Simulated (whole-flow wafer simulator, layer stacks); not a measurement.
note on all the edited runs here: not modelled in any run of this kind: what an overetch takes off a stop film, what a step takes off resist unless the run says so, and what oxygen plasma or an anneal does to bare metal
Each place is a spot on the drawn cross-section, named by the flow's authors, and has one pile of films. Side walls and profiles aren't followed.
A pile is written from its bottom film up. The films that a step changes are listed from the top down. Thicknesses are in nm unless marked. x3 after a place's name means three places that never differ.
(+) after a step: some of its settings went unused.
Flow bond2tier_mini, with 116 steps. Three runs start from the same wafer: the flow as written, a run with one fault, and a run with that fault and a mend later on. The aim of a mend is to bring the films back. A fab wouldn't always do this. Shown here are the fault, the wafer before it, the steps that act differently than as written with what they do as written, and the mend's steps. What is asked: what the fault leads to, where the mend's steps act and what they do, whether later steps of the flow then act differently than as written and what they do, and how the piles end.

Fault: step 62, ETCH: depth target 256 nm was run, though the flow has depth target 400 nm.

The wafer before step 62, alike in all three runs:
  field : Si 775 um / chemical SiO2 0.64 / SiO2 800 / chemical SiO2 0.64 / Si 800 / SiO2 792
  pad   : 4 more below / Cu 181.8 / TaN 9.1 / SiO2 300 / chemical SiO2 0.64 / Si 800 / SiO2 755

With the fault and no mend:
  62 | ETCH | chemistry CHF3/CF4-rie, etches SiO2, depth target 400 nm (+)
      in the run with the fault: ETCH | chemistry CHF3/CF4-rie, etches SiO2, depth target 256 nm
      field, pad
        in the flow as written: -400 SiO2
        in the run with the fault: -256 SiO2
  None of the later steps of the flow acts differently than as written at any place that is followed.
  At field, pad, the piles at the end differ from the flow's by more than 2% or 0.5 nm, whichever is larger.
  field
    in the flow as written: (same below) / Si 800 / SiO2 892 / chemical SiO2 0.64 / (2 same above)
    in the run with the fault: (same below) / Si 800 / SiO2 1036 / chemical SiO2 0.64 / (2 same above)
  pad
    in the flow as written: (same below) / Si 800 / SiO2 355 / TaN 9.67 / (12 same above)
    in the run with the fault: (same below) / Si 800 / SiO2 499 / TaN 9.67 / (12 same above)

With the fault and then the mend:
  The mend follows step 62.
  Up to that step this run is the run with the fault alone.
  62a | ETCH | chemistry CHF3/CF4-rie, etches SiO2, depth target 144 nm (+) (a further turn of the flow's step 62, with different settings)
      field, pad
        -144 SiO2
  None of the later steps of the flow acts differently than as written at any place that is followed.
  By the end, the piles equal the flow's at every place that both follow.
